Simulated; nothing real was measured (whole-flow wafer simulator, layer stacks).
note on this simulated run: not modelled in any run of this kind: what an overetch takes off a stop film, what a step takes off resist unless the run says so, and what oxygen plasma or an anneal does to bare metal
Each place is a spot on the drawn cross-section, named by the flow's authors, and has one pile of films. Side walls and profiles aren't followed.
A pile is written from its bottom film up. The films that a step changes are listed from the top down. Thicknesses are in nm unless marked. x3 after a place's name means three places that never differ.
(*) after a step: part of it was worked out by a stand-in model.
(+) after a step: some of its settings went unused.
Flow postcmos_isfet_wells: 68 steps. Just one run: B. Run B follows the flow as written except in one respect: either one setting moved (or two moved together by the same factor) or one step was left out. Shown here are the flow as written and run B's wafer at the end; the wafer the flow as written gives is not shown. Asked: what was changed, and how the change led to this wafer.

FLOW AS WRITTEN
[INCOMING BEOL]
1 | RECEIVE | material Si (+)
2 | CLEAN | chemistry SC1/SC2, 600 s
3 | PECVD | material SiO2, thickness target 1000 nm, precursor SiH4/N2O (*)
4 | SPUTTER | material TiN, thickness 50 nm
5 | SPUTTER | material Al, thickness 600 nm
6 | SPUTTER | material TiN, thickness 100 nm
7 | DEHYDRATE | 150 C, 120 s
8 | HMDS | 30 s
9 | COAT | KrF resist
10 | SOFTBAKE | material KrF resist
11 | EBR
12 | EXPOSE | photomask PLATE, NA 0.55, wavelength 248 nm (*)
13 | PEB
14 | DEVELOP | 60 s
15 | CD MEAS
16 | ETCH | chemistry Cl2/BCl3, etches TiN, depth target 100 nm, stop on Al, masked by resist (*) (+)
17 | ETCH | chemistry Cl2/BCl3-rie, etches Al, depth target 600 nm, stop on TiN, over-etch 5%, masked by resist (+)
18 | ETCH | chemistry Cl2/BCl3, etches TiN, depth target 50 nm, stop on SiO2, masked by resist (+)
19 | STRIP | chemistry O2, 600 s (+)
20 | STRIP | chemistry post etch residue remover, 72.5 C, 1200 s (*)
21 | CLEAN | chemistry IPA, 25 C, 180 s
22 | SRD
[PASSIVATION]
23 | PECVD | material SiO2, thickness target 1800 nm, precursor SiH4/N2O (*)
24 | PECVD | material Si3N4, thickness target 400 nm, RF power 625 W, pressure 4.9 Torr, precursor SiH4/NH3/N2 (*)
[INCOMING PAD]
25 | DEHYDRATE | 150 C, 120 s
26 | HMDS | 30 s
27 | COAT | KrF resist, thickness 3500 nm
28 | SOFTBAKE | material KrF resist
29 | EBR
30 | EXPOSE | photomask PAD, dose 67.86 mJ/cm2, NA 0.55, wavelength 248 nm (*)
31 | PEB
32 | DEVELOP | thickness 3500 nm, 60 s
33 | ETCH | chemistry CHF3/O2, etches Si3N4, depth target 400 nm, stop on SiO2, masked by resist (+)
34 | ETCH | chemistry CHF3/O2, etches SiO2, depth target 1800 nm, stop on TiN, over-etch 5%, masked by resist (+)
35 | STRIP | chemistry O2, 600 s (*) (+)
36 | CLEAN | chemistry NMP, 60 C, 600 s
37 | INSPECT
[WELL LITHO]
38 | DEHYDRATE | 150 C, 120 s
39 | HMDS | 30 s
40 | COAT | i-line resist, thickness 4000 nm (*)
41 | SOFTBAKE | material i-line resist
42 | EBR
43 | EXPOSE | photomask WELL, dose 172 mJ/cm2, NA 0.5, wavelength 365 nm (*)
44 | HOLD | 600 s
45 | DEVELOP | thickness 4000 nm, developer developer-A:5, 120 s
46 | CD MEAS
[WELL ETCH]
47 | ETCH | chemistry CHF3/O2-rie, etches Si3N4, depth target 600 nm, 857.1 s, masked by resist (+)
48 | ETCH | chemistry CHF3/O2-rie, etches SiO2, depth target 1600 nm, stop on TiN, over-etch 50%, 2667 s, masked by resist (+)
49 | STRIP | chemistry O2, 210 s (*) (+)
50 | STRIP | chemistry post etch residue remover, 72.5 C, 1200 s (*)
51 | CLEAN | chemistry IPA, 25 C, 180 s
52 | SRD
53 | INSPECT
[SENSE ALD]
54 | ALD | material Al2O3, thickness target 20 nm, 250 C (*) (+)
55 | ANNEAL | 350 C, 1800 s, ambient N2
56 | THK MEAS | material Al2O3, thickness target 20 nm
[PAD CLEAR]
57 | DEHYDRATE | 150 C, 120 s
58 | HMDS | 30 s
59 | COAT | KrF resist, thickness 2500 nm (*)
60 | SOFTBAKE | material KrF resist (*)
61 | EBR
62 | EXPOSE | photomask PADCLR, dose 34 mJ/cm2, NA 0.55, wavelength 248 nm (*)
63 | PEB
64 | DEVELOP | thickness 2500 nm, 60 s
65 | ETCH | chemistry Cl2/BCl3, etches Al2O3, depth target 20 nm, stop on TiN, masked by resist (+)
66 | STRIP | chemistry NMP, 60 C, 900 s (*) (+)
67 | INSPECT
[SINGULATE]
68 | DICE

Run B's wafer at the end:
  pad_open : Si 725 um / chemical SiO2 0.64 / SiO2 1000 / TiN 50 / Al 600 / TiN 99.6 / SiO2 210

The reason: step 27, COAT: thickness 1750 nm was run, while the flow as written has thickness 3500 nm; step 33, ETCH: depth target 200 nm was run, where the flow has depth target 400 nm.

How this came from the change, step by step:
  27 | COAT | KrF resist, thickness 3500 nm
      field, margin, well900, well1300 x3, pad_rim, pad_clr, pad_open: +1750 KrF resist (new film) (as written it would have been: +3500 KrF resist (new film))
  32 | DEVELOP | thickness 3500 nm, 60 s
      pad_open: -1750 KrF resist (all of it) (as written it would have been: -3500 KrF resist (all of it))
  33 | ETCH | chemistry CHF3/O2, etches Si3N4, depth target 400 nm, stop on SiO2, masked by resist (+)
      pad_open: -200 Si3N4 (as written it would have been: -400 Si3N4 (all of it))
      field, margin, well900, well1300 x3, pad_rim, pad_clr: -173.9 KrF resist (as written it would have been: -347.8 KrF resist)
  34 | ETCH | chemistry CHF3/O2, etches SiO2, depth target 1800 nm, stop on TiN, over-etch 5%, masked by resist (+)
      pad_open: -200 Si3N4 (all of it), -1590 SiO2 (as written it would have been: -1800 SiO2 (all of it))
  35 | STRIP | chemistry O2, 600 s (*) (+)
      field, margin, well900, well1300 x3, pad_rim, pad_clr: -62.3 KrF resist (all of it) (as written it would have been: -1638.4 KrF resist (all of it))
  41 | SOFTBAKE | material i-line resist
      pad_clr: -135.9 i-line resist (as written it would have been: -156.7 i-line resist)
      pad_open: +105.9 i-line resist (as written it would have been: +115.3 i-line resist)
  49 | STRIP | chemistry O2, 210 s (*) (+)
      pad_clr: -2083 i-line resist (all of it) (as written it would have been: -1996.5 i-line resist (all of it))
      pad_open: -3731.6 i-line resist (all of it) (as written it would have been: -3816.3 i-line resist (all of it))
  59 | COAT | KrF resist, thickness 2500 nm (*)
      pad_rim: +2024.2 KrF resist (new film) (as written it would have been: +1976.4 KrF resist (new film))
      pad_clr: +1762.2 KrF resist (new film) (as written it would have been: +1691.6 KrF resist (new film))
  60 | SOFTBAKE | material KrF resist (*)
      pad_clr: -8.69 KrF resist (as written it would have been: -9.57 KrF resist)
  64 | DEVELOP | thickness 2500 nm, 60 s
      pad_clr: -1753.5 KrF resist (all of it) (as written it would have been: -1682 KrF resist (all of it))
  66 | STRIP | chemistry NMP, 60 C, 900 s (*) (+)
      pad_rim: -1985.3 KrF resist (all of it) (as written it would have been: -1937.7 KrF resist (all of it))
